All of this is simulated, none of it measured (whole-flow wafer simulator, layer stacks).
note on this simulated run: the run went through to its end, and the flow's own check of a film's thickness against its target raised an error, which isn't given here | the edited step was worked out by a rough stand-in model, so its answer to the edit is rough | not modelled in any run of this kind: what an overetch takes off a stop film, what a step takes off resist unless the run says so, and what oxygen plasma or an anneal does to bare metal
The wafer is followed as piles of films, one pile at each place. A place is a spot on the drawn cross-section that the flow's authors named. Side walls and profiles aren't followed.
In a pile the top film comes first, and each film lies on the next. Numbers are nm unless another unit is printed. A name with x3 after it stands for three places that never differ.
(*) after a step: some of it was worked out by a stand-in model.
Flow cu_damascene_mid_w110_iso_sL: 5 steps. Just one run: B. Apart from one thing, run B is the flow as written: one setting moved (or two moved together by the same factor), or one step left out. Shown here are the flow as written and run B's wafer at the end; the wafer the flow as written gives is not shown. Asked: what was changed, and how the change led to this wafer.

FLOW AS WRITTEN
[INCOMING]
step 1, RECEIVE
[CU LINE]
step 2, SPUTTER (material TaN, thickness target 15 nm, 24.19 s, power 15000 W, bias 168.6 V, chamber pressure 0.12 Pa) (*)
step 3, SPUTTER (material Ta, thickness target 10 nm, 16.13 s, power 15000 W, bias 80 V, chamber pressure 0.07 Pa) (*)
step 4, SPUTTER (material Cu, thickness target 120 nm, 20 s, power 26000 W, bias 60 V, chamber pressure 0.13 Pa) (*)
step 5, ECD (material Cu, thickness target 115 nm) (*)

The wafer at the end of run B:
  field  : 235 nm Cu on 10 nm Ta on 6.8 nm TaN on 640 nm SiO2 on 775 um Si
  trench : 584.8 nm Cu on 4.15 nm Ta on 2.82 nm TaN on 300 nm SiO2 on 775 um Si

Cause: step 2, SPUTTER: thickness target 6.8 nm was run, while the flow as written has thickness target 15 nm.
The wafer itself shows it: field has TaN 6.8, and step 2 as written asks for 15 nm.

Step by step, how the change led to this:
  step 2, SPUTTER (material TaN, thickness target 15 nm, 24.19 s, power 15000 W, bias 168.6 V, chamber pressure 0.12 Pa) (*)
      field: TaN gains 6.8 (new film) (it would be, as written: TaN gains 15 (new film))
      trench: TaN gains 2.82 (new film) (it would be, as written: TaN gains 6.23 (new film))
  step 4, SPUTTER (material Cu, thickness target 120 nm, 20 s, power 26000 W, bias 60 V, chamber pressure 0.13 Pa) (*)
      trench: Cu gains 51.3 (new film) (it would be, as written: Cu gains 49.9 (new film))
